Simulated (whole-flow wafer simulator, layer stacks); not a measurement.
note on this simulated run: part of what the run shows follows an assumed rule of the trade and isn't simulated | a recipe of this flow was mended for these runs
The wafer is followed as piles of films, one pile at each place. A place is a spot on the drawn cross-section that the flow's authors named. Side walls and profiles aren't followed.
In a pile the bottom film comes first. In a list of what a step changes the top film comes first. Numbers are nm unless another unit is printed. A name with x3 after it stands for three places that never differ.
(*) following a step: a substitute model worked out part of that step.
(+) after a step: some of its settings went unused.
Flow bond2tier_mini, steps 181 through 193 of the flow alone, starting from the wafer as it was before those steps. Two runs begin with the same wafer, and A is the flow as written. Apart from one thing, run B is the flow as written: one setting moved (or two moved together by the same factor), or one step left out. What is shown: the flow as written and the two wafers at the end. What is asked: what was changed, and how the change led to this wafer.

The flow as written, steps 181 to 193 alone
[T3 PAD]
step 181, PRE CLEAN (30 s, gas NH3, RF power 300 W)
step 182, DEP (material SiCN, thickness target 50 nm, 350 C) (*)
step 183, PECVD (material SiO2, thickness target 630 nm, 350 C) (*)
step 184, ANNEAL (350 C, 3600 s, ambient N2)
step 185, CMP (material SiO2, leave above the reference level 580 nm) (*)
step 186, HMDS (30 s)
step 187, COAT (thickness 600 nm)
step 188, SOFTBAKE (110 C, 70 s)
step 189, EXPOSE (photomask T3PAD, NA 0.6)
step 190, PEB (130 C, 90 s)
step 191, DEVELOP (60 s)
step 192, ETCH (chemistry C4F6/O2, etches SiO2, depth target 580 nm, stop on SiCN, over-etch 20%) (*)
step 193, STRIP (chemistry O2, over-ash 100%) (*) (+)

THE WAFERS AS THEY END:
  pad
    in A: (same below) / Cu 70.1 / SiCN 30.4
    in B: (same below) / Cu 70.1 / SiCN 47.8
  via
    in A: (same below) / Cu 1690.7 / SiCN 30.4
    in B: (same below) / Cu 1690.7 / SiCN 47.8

Cause: step 192, ETCH: depth target 494.1 nm was run, while the flow as written has depth target 580 nm.

The path from the change to this, step by step:
  step 192, ETCH (chemistry C4F6/O2, etches SiO2, depth target 580 nm, stop on SiCN, over-etch 20%) (*)
      pad, via: A -580 SiO2 (all of it), -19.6 SiCN | B -580 SiO2 (all of it), -2.18 SiCN
      field: A -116 thick-KrF-resist | B -98.8 thick-KrF-resist
  step 193, STRIP (chemistry O2, over-ash 100%) (*) (+)
      field: A -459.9 thick-KrF-resist (all of it) | B -477.1 thick-KrF-resist (all of it)
